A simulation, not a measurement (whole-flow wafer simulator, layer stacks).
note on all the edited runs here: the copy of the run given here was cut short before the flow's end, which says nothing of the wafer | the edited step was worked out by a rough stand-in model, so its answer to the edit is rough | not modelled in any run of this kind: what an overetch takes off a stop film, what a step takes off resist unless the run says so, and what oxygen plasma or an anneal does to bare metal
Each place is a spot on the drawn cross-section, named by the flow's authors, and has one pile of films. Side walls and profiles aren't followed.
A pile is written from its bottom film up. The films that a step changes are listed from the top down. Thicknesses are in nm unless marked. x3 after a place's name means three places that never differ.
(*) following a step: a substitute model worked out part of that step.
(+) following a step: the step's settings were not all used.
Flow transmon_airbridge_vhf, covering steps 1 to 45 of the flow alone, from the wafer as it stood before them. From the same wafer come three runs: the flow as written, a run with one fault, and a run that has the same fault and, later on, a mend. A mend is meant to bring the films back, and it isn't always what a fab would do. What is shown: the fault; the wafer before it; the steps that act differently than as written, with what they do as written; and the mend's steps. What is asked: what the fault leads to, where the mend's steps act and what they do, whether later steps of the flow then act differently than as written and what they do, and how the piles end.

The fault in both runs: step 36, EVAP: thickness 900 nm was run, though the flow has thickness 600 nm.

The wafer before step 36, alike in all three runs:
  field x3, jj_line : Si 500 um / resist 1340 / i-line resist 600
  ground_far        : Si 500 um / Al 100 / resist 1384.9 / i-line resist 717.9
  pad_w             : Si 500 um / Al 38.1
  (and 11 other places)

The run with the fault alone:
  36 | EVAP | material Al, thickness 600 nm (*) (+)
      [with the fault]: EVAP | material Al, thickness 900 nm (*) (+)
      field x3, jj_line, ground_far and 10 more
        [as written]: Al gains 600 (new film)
        [with the fault]: Al gains 900 (new film)
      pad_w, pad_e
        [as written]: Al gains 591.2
        [with the fault]: Al gains 886.8
  Steps further on in the flow that do not act as written:
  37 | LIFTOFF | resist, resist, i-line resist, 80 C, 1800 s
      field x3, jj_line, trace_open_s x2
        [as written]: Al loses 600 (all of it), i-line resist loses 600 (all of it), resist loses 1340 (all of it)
        [with the fault]: Al loses 900 (all of it), i-line resist loses 600 (all of it), resist loses 1340 (all of it)
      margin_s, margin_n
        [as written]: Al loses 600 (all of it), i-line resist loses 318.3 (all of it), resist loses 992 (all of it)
        [with the fault]: Al loses 900 (all of it), i-line resist loses 318.3 (all of it), resist loses 992 (all of it)
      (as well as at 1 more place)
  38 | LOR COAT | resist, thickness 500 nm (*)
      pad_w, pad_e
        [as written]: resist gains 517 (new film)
        [with the fault]: resist gains 497.1 (new film)
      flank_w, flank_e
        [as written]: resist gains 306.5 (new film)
        [with the fault]: resist gains 299.2 (new film)
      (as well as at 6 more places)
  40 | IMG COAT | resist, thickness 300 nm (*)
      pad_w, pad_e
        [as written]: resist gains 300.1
        [with the fault]: resist gains 288
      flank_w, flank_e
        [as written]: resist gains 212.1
        [with the fault]: resist gains 202.4
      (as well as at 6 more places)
  By the end, the piles at pad_w, flank_w, gap_w and 7 more depart from the flow's by more than 2% or 0.5 nm, whichever is larger.
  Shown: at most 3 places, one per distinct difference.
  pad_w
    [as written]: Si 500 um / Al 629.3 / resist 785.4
    [with the fault]: Si 500 um / Al 924.9 / resist 753.4
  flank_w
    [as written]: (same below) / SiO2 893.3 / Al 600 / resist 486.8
    [with the fault]: (same below) / SiO2 893.3 / Al 900 / resist 469.8
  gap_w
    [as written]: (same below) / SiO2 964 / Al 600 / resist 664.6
    [with the fault]: (same below) / SiO2 964 / Al 900 / resist 642.4

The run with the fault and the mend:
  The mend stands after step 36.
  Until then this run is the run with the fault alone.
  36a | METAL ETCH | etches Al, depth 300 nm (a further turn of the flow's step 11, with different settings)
      field x3, jj_line, ground_far and 12 more
        Al loses 300
  Every later step of the flow that is run acts as written, at every place that is followed, to within 2% or 0.5 nm, whichever is larger.
  At the end the piles are close to the flow's at the places that both follow, differing by at most 2% or 0.5 nm, whichever is larger.
